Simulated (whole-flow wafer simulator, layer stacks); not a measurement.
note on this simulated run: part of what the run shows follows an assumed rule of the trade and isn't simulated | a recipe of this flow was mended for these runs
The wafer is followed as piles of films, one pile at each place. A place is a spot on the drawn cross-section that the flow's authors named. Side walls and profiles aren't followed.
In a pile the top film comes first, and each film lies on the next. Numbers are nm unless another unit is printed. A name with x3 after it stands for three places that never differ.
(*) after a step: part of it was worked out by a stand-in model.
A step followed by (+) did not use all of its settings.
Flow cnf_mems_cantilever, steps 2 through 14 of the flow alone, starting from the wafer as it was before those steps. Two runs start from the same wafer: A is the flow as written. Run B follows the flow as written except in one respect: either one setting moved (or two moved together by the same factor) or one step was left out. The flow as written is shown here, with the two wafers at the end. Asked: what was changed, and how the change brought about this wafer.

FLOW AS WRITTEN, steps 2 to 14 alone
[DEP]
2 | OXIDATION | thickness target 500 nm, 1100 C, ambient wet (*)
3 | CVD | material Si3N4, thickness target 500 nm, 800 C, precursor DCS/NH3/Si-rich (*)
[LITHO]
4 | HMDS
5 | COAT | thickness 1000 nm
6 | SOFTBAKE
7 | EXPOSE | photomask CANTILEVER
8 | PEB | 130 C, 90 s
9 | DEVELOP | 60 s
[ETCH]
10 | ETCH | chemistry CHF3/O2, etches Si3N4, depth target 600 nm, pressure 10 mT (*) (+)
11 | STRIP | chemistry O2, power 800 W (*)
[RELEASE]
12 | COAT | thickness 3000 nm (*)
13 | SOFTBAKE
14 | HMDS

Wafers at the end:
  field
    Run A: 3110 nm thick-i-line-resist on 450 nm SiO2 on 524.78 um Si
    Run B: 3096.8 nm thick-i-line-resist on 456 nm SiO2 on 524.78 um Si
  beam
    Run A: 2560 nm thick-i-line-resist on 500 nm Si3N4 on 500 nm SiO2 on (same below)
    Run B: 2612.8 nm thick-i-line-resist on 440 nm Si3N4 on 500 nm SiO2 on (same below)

Cause: step 3, CVD: thickness target 440 nm was run, while the flow as written has thickness target 500 nm; step 10, ETCH: depth target 528 nm was run, where the flow has depth target 600 nm.
One can read it off the wafer: beam has Si3N4 440, and step 3 as written asks for 500 nm.

Step by step, how the change led to this:
  3 | CVD | material Si3N4, thickness target 500 nm, 800 C, precursor DCS/NH3/Si-rich (*)
      field, beam: A +500 Si3N4 (new film) | B +440 Si3N4 (new film)
  10 | ETCH | chemistry CHF3/O2, etches Si3N4, depth target 600 nm, pressure 10 mT (*) (+)
      field: A -500 Si3N4 (all of it), -50 SiO2 | B -440 Si3N4 (all of it), -44 SiO2
      beam: A -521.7 KrF-resist | B -459.1 KrF-resist
  11 | STRIP | chemistry O2, power 800 W (*)
      beam: A -460.9 KrF-resist (all of it) | B -523.5 KrF-resist (all of it)
  13 | SOFTBAKE
      field: A +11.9 thick-i-line-resist | B +10.2 thick-i-line-resist
      beam: A -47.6 thick-i-line-resist | B -40.9 thick-i-line-resist
